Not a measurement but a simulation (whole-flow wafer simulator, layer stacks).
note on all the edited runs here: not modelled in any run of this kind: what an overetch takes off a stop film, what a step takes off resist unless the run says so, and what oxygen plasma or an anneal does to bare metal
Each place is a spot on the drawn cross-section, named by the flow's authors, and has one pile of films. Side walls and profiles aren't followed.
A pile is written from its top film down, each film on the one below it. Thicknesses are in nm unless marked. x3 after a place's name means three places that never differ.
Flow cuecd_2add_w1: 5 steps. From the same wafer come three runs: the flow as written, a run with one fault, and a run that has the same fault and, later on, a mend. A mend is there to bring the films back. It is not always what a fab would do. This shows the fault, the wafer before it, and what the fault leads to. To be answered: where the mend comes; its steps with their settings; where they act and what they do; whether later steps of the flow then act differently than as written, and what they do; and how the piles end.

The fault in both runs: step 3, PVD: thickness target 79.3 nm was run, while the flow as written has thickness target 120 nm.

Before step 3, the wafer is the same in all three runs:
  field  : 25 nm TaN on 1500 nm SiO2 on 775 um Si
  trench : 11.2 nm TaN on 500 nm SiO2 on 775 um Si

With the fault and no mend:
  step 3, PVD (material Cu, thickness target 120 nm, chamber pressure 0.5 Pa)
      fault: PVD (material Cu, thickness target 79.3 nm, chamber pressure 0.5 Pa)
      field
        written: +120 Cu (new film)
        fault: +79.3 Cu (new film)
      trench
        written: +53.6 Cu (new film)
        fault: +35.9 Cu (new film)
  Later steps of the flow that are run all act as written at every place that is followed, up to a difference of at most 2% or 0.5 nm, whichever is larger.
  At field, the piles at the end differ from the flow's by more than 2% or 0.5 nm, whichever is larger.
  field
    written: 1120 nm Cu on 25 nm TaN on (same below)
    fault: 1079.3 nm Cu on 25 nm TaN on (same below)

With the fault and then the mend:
  The mend follows step 3.
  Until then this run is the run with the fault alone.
  step 3a, PVD (material Cu, thickness target 40.7 nm, chamber pressure 0.5 Pa) (a further turn of the flow's step 3, with different settings)
      field
        +40.7 Cu
      trench
        +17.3 Cu
  Later steps of the flow that are run all act as written at every place that is followed, up to a difference of at most 2% or 0.5 nm, whichever is larger.
  The piles end the same as the flow's at every place that both follow.
